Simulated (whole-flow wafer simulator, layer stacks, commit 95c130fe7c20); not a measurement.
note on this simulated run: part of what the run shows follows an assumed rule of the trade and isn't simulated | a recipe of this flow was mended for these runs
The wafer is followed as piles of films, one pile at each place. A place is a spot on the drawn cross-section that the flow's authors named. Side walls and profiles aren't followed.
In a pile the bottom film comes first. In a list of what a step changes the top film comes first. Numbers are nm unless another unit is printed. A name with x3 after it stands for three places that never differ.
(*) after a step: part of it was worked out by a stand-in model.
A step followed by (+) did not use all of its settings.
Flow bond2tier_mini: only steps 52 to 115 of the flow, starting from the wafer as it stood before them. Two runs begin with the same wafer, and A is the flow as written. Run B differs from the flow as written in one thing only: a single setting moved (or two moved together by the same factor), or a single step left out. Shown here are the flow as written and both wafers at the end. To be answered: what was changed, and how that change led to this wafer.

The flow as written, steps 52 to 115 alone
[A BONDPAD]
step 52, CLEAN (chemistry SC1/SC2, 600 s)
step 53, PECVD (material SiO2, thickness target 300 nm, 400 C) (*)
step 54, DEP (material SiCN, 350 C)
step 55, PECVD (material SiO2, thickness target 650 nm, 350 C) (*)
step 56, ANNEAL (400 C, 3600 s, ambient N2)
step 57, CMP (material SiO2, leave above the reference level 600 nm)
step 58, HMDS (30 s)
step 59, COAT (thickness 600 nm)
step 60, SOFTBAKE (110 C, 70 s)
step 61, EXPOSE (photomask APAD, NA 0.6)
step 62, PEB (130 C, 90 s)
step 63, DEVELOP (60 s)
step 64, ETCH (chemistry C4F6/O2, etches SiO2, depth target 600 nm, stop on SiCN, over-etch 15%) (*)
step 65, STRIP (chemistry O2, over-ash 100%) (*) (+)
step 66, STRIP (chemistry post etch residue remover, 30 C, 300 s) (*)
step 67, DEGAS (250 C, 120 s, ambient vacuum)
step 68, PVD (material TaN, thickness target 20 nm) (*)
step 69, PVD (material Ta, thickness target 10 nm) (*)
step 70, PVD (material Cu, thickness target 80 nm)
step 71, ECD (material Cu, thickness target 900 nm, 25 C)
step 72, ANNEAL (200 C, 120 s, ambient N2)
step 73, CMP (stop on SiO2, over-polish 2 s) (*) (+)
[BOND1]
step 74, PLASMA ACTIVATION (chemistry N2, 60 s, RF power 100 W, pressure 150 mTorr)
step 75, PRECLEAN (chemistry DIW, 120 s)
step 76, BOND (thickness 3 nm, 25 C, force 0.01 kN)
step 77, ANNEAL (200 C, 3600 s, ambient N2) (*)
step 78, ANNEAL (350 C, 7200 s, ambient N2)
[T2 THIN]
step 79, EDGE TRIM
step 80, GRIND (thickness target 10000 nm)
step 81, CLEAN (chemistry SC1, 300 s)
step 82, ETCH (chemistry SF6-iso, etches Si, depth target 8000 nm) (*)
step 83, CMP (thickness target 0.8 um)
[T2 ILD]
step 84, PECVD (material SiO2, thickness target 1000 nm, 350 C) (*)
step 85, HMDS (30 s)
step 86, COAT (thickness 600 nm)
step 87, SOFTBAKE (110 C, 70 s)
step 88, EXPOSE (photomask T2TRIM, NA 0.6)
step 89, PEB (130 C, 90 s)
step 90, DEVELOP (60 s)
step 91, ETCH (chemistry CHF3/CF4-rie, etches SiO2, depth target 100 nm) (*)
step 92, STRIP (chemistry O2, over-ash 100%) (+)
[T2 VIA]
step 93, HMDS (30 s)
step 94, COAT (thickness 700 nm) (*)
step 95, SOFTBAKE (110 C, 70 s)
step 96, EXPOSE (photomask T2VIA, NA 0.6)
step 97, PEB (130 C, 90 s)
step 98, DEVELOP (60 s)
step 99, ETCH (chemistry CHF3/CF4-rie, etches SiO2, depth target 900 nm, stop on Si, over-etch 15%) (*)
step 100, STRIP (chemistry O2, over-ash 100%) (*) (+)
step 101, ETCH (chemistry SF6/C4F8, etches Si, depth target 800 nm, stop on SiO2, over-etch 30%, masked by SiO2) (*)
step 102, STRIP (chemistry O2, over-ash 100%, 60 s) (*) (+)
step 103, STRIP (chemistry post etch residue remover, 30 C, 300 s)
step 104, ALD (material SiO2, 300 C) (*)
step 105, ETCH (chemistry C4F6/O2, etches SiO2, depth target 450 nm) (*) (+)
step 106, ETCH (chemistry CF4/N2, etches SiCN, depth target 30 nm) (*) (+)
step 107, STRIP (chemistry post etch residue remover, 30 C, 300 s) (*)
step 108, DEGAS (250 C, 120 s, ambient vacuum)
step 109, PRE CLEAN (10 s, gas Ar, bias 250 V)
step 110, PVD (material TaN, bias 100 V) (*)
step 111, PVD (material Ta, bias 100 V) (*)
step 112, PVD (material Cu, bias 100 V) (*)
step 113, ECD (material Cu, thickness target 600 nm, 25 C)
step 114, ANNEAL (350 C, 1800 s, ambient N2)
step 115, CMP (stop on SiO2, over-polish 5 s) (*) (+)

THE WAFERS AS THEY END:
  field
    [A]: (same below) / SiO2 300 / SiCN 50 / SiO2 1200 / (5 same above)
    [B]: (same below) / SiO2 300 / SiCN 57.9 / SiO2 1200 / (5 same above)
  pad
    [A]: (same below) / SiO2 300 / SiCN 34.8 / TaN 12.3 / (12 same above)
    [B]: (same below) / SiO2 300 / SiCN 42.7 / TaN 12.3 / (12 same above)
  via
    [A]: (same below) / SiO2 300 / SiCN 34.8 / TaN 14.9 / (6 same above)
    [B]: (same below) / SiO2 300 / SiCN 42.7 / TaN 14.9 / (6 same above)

Cause: step 54, DEP: 315 C was run, whereas the flow has 350 C.

Step by step, how the change led to this:
  step 54, DEP (material SiCN, 350 C)
      field, pad, via: A SiCN gains 50 (new film) | B SiCN gains 57.9 (new film)
